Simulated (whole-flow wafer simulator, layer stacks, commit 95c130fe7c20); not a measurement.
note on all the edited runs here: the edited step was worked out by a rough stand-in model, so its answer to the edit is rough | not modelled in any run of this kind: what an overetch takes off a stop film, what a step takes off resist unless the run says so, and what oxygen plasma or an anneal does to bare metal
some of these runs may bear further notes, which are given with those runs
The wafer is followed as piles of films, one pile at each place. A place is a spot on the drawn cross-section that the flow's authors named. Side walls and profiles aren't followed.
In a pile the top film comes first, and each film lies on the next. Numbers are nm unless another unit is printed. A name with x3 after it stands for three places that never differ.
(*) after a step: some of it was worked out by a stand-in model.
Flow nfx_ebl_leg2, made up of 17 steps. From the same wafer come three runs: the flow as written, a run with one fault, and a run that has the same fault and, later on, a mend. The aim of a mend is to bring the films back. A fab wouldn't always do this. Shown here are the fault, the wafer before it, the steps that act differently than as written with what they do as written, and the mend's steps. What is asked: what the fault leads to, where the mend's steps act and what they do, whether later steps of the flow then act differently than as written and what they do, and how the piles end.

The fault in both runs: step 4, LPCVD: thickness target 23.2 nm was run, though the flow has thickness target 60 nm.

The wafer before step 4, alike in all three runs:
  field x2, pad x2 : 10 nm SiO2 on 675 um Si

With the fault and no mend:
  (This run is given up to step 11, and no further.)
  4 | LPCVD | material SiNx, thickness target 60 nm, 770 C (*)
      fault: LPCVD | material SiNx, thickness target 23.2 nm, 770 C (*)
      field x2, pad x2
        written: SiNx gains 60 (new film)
        fault: SiNx gains 23.2 (new film)
  Later steps of the flow up to step 11 that are run all act as written at every place that is followed.
  Once step 11 is done, the piles at field x2, pad x2 depart from the flow's by more than 2% or 0.5 nm, whichever is larger.
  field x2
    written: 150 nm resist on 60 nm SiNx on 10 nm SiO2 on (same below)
    fault: 150 nm resist on 23.2 nm SiNx on 10 nm SiO2 on (same below)
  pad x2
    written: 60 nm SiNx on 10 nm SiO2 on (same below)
    fault: 23.2 nm SiNx on 10 nm SiO2 on (same below)

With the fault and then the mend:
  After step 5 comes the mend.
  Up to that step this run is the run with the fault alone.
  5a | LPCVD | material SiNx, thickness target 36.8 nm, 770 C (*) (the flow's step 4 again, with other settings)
      field x2, pad x2
        SiNx gains 36.8
  Later steps of the flow that are run all act as written at every place that is followed.
  At every place that both follow, the piles at the end match the flow's.
